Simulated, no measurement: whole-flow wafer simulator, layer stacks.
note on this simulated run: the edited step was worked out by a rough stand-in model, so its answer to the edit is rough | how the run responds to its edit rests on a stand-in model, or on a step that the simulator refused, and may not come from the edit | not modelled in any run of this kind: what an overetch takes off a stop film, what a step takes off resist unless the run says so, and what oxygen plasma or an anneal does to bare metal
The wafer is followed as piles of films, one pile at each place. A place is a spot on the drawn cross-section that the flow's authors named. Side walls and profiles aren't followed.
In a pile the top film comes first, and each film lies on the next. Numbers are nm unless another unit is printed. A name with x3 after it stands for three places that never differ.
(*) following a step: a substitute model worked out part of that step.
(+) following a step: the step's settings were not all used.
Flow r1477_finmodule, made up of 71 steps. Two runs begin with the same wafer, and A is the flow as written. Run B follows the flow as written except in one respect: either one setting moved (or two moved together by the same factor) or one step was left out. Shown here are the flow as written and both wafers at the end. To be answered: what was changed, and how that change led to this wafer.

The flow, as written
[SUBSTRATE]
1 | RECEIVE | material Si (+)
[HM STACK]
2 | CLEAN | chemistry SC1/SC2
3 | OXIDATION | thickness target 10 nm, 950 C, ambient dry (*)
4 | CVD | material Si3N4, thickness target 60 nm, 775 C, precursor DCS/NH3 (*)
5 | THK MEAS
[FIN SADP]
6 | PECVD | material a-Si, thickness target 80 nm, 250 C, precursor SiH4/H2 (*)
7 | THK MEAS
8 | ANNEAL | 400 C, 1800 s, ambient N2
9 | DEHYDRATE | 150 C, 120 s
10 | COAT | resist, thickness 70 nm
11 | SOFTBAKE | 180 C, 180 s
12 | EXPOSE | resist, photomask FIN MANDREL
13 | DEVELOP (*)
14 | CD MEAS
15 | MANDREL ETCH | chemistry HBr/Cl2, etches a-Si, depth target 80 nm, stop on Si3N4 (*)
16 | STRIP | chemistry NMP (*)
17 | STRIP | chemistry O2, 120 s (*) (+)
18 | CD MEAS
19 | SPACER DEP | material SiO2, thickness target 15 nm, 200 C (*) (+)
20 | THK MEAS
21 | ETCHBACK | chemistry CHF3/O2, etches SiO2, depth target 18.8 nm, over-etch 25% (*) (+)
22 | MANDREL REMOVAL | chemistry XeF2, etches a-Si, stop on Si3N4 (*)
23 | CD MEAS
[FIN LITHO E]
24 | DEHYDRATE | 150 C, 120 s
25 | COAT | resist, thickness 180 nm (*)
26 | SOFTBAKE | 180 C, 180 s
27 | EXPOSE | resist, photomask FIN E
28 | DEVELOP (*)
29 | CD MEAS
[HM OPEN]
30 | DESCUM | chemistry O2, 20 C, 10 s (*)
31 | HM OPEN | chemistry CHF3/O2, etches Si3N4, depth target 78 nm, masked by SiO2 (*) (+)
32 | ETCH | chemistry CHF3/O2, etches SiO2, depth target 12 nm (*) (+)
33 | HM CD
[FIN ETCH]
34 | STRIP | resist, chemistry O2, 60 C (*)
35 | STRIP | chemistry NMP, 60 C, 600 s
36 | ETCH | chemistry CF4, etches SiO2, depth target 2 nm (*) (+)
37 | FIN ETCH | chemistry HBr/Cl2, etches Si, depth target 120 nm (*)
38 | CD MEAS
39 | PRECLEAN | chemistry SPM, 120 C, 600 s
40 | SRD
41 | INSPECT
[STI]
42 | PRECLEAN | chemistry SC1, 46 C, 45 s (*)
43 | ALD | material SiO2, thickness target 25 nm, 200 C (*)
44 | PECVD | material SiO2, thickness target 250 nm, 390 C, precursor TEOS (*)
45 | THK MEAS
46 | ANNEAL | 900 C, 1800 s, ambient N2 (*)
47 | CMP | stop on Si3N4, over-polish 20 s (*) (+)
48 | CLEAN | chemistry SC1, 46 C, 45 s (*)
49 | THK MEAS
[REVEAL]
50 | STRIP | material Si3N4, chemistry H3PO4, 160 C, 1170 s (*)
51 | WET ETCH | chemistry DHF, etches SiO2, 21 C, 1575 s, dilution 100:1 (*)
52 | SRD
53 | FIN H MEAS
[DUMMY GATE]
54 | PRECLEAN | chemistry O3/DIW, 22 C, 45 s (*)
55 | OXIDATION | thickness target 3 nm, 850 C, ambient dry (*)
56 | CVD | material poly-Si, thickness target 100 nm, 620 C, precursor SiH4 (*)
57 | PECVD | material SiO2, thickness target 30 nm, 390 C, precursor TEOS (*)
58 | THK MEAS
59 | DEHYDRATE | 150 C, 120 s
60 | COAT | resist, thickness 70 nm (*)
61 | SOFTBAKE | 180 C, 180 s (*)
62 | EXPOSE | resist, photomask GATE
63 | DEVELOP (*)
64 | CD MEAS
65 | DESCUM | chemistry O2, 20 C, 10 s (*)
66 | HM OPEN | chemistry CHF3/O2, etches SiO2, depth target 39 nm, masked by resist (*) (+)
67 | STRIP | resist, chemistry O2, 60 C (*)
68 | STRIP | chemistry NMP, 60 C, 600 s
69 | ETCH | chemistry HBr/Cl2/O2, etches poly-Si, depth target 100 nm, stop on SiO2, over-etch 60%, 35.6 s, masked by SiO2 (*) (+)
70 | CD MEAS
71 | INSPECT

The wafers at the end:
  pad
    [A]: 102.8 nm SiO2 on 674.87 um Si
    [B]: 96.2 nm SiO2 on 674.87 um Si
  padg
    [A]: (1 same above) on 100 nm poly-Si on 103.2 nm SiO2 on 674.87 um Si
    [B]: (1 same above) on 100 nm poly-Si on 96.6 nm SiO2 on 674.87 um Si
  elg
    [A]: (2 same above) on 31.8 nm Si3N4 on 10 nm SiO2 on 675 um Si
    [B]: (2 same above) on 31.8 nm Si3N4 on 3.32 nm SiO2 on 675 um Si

What caused this: step 3, OXIDATION: 808 C was run, whereas the flow has 950 C.

The path from the change to this, step by step:
  3 | OXIDATION | thickness target 10 nm, 950 C, ambient dry (*)
      pad, padg, elg and 33 more: A SiO2 gains 10 (new film), chemical SiO2 loses 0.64 (all of it), Si loses 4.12 | B SiO2 gains 3.32 (new film), chemical SiO2 loses 0.64 (all of it), Si loses 1.18
  31 | HM OPEN | chemistry CHF3/O2, etches Si3N4, depth target 78 nm, masked by SiO2 (*) (+)
      s40cg, s45cg, s50cg, s40co, s45co, s50co: A Si3N4 loses 60 (all of it), SiO2 loses 9 | B Si3N4 loses 60 (all of it), SiO2 loses 3.32 (all of it)
      pad, padg, esg and 13 more: A Si3N4 loses 56.4 (all of it), SiO2 loses 10 (all of it) | B Si3N4 loses 56.4 (all of it), SiO2 loses 3.32 (all of it)
  32 | ETCH | chemistry CHF3/O2, etches SiO2, depth target 12 nm (*) (+)
      s40cg, s40co: A SiO2 loses 1 (all of it), Si loses 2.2 | B Si loses 2.1
      s45cg, s45co: A SiO2 loses 1 (all of it), Si loses 2.2 | B Si loses 2.13
      (as well as at 2 more places)
  43 | ALD | material SiO2, thickness target 25 nm, 200 C (*)
      s40cg, s45cg, s40co, s45co: A SiO2 gains 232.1 (new film) | B SiO2 gains 225.3 (new film)
      s50cg, s50co: A SiO2 gains 232.1 (new film) | B SiO2 gains 225.4 (new film)
      (as well as at 1 more place)
  47 | CMP | stop on Si3N4, over-polish 20 s (*) (+)
      pad, padg, e40sg and 11 more: A SiO2 loses 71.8 | B SiO2 loses 78.4
      eso: A SiO2 loses 72.4 | B SiO2 loses 79
  51 | WET ETCH | chemistry DHF, etches SiO2, 21 C, 1575 s, dilution 100:1 (*)
      s40sg_line, s45sg_line, s50sg_line, s40so_line, s45so_line, s50so_line: A SiO2 loses 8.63 (all of it) | B SiO2 loses 1.95 (all of it)
  56 | CVD | material poly-Si, thickness target 100 nm, 620 C, precursor SiH4 (*)
      s40cg, s40co: A poly-Si gains 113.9 (new film) | B poly-Si gains 122.6 (new film)
      s45cg, s45co: A poly-Si gains 113.4 (new film) | B poly-Si gains 122.6 (new film)
      (as well as at 2 more places)
  60 | COAT | resist, thickness 70 nm (*)
      s40cg, s40co: A resist gains 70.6 (new film) | B resist gains 68.8 (new film)
      s40sg, s40so: A resist gains 91 (new film) | B resist gains 97.9 (new film)
      (as well as at 6 more places)
  63 | DEVELOP (*)
      s40co: A resist loses 70.6 (all of it) | B resist loses 68.8 (all of it)
      s40so: A resist loses 91 (all of it) | B resist loses 97.9 (all of it)
      (as well as at 3 more places)
  67 | STRIP | resist, chemistry O2, 60 C (*)
      s40cg: A resist loses 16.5 (all of it) | B resist loses 14.7 (all of it)
      s40sg: A resist loses 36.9 (all of it) | B resist loses 43.8 (all of it)
      (as well as at 3 more places)
  69 | ETCH | chemistry HBr/Cl2/O2, etches poly-Si, depth target 100 nm, stop on SiO2, over-etch 60%, 35.6 s, masked by SiO2 (*) (+)
      s40co: A chemical SiO2 loses 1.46 (all of it), poly-Si loses 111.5 (all of it), SiO2 loses 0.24 | B chemical SiO2 loses 1.46 (all of it), poly-Si loses 120.2 (all of it), SiO2 loses 0.2
      s45co: A chemical SiO2 loses 1.46 (all of it), poly-Si loses 110.9 (all of it), SiO2 loses 0.25 | B chemical SiO2 loses 1.46 (all of it), poly-Si loses 120.2 (all of it), SiO2 loses 0.2
      (as well as at 1 more place)
